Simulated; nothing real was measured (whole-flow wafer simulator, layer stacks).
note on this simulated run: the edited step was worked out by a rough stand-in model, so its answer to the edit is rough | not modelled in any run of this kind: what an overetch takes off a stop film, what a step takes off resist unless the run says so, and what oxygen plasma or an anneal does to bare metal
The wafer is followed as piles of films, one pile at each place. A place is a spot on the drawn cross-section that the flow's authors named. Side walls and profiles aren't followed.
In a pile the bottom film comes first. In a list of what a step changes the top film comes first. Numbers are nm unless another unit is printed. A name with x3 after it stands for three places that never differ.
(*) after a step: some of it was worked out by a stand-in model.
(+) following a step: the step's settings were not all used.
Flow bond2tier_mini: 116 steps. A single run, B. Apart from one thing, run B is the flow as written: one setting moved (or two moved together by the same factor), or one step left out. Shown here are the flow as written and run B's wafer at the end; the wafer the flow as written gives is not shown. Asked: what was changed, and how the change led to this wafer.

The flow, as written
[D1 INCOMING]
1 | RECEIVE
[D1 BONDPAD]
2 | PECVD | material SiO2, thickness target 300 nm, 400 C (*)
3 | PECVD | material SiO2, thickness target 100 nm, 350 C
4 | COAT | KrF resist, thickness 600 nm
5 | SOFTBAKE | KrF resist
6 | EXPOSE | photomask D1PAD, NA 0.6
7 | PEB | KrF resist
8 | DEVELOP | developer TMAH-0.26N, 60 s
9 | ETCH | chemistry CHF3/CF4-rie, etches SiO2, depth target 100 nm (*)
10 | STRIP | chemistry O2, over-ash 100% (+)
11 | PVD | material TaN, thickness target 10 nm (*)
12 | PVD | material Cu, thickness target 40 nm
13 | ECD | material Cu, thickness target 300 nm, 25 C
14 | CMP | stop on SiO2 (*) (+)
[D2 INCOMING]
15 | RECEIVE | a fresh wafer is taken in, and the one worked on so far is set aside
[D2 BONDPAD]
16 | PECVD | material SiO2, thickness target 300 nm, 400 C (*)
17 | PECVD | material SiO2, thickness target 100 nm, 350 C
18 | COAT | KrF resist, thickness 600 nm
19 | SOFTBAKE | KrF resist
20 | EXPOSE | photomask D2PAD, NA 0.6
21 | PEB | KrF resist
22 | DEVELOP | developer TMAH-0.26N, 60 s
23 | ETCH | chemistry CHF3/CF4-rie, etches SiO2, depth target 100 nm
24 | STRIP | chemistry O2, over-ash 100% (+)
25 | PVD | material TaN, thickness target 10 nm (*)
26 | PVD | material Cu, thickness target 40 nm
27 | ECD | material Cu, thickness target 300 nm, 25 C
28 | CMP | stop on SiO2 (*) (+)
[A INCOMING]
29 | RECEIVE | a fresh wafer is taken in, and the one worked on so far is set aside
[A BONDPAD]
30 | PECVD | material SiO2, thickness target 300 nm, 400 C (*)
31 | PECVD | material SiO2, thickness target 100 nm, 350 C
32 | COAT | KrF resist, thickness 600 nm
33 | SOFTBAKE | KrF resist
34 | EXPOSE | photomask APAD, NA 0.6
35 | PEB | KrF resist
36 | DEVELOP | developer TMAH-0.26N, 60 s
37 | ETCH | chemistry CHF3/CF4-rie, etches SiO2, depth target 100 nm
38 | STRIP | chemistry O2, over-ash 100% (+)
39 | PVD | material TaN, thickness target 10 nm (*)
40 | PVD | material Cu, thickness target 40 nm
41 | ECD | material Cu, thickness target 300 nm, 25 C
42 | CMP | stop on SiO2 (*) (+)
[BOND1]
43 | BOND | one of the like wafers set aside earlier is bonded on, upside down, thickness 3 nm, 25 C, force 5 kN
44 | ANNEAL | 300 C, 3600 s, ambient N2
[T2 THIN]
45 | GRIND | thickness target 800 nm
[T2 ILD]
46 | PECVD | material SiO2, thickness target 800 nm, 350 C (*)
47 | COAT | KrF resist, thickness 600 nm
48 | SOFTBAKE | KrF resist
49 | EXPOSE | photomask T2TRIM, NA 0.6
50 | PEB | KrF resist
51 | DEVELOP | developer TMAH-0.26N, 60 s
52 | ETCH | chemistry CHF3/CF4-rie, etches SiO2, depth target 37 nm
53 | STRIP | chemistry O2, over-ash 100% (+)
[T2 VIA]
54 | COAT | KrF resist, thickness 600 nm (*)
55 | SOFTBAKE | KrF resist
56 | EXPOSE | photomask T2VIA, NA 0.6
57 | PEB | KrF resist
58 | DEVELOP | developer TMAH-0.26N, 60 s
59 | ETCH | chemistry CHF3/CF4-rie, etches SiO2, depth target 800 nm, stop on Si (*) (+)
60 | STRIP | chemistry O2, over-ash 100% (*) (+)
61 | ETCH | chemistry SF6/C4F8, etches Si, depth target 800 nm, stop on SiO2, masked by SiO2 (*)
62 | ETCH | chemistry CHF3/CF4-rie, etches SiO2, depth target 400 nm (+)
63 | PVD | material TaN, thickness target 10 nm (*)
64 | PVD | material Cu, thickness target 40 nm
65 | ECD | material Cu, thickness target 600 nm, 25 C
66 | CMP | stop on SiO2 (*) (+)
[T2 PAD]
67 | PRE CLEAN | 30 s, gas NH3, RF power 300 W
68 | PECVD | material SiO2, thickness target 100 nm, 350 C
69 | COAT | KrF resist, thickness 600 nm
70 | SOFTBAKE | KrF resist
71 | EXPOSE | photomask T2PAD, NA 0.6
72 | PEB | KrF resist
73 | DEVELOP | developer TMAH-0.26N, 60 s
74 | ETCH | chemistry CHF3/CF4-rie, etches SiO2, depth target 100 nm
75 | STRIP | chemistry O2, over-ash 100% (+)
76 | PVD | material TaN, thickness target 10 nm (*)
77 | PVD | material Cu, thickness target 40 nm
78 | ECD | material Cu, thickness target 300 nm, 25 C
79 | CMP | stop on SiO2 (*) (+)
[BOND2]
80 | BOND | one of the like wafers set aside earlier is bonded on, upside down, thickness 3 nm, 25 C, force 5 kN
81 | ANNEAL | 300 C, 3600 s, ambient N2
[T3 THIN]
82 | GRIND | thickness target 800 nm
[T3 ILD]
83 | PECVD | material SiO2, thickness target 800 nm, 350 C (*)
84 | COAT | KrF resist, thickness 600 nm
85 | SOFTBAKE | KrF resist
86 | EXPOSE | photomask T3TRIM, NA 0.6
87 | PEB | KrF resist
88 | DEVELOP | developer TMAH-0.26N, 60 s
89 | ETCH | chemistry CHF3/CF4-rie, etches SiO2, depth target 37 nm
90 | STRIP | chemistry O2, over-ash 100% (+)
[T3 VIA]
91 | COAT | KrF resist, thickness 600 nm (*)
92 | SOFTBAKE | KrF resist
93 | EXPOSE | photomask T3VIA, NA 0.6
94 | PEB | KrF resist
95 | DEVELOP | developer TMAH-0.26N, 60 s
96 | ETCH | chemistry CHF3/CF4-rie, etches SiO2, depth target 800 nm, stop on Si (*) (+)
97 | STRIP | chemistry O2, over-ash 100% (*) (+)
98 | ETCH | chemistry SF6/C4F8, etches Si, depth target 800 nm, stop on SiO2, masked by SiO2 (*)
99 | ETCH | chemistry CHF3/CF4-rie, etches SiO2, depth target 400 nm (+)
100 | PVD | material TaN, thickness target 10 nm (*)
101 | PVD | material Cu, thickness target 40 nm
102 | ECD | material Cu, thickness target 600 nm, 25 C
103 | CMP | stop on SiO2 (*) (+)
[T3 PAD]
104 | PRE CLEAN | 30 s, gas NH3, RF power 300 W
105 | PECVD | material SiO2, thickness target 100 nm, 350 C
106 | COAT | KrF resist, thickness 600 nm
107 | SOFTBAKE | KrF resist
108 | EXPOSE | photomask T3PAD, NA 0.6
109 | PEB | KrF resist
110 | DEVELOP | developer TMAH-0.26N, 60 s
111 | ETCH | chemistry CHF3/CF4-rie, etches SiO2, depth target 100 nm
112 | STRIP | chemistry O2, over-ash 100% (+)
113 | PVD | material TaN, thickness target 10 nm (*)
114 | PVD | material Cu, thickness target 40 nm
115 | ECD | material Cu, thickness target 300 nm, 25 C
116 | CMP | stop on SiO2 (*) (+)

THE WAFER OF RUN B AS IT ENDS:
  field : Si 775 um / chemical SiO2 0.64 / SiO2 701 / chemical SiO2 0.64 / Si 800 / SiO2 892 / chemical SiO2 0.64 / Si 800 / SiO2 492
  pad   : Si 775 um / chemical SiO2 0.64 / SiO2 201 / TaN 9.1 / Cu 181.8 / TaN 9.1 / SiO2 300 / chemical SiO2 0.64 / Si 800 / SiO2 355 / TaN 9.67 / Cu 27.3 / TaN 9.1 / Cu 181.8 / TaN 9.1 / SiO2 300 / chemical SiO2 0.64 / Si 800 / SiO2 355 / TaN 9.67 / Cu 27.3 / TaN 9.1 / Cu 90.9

Cause: step 30, PECVD: thickness target 201 nm was run, though the flow has thickness target 300 nm.
One can read it off the wafer: pad has SiO2 201, and step 30 as written asks for 300 nm.

The path from the change to this, step by step:
  30 | PECVD | material SiO2, thickness target 300 nm, 400 C (*)
      field, pad, via: +201 SiO2 (new film) (in the flow as written it would be: +300 SiO2 (new film))
